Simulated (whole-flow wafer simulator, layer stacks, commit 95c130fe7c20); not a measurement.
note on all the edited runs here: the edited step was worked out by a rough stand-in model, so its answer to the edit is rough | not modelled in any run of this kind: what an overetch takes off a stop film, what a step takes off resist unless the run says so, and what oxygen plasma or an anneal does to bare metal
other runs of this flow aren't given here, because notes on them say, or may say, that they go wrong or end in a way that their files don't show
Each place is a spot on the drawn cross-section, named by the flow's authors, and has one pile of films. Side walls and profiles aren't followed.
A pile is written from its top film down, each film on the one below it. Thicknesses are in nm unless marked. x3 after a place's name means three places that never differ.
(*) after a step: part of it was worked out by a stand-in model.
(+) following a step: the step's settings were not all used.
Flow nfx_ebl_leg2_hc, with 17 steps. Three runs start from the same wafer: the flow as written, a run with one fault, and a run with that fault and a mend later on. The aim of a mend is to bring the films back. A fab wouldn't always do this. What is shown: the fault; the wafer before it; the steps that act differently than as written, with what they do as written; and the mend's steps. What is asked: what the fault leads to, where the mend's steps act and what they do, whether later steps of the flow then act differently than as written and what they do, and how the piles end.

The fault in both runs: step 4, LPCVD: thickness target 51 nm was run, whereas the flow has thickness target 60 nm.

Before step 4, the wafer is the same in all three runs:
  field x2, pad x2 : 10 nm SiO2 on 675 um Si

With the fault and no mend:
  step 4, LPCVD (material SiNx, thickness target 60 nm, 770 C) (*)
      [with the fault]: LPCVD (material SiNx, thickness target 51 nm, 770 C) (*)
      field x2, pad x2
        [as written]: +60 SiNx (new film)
        [with the fault]: +51 SiNx (new film)
  Steps later in the flow that act otherwise than as written:
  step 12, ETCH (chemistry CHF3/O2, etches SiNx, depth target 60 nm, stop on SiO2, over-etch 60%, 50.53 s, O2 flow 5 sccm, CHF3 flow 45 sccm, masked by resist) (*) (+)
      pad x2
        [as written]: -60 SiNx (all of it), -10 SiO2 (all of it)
        [with the fault]: -51 SiNx (all of it), -10 SiO2 (all of it)
  The piles end different from the flow's at field x2 by more than 2% or 0.5 nm, whichever is larger.
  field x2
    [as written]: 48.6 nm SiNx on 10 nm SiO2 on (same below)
    [with the fault]: 39.6 nm SiNx on 10 nm SiO2 on (same below)

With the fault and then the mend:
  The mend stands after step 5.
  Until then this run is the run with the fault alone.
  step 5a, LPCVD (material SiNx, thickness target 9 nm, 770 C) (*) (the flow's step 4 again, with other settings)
      field x2, pad x2
        +9 SiNx
  None of the later steps of the flow acts differently than as written at any place that is followed.
  The piles end the same as the flow's at every place that both follow.
